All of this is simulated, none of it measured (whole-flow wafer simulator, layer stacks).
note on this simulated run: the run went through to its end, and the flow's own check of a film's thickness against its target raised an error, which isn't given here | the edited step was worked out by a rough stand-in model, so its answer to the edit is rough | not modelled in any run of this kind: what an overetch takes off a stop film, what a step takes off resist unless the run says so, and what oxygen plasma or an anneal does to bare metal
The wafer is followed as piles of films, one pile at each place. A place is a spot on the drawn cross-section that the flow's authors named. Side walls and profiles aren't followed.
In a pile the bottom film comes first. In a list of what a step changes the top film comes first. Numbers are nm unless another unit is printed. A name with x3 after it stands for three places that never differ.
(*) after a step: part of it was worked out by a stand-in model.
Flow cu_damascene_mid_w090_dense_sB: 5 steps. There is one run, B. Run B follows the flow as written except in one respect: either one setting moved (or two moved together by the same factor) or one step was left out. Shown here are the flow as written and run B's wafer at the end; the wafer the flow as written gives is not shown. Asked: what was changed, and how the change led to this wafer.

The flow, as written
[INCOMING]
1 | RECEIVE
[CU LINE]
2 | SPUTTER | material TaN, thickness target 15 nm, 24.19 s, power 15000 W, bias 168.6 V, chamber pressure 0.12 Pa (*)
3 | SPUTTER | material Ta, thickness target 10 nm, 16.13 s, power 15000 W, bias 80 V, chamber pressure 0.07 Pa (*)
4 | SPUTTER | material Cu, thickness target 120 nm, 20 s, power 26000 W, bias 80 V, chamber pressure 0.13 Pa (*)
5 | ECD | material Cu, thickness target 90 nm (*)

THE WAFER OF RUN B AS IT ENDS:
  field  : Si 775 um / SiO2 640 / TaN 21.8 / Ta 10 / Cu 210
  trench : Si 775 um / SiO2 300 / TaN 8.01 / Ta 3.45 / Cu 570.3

The reason: step 2, SPUTTER: thickness target 21.8 nm was run, whereas the flow has thickness target 15 nm; step 2, SPUTTER: 35.08 s was run, where the flow has 24.19 s.
The wafer lets one read it off: field has TaN 21.8, and step 2 as written asks for 15 nm.

Step by step, how the change led to this:
  2 | SPUTTER | material TaN, thickness target 15 nm, 24.19 s, power 15000 W, bias 168.6 V, chamber pressure 0.12 Pa (*)
      field: TaN gains 21.8 (new film) (it would be, as written: TaN gains 15 (new film))
      trench: TaN gains 8.01 (new film) (it would be, as written: TaN gains 5.51 (new film))
  4 | SPUTTER | material Cu, thickness target 120 nm, 20 s, power 26000 W, bias 80 V, chamber pressure 0.13 Pa (*)
      trench: Cu gains 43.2 (new film) (it would be, as written: Cu gains 44.3 (new film))
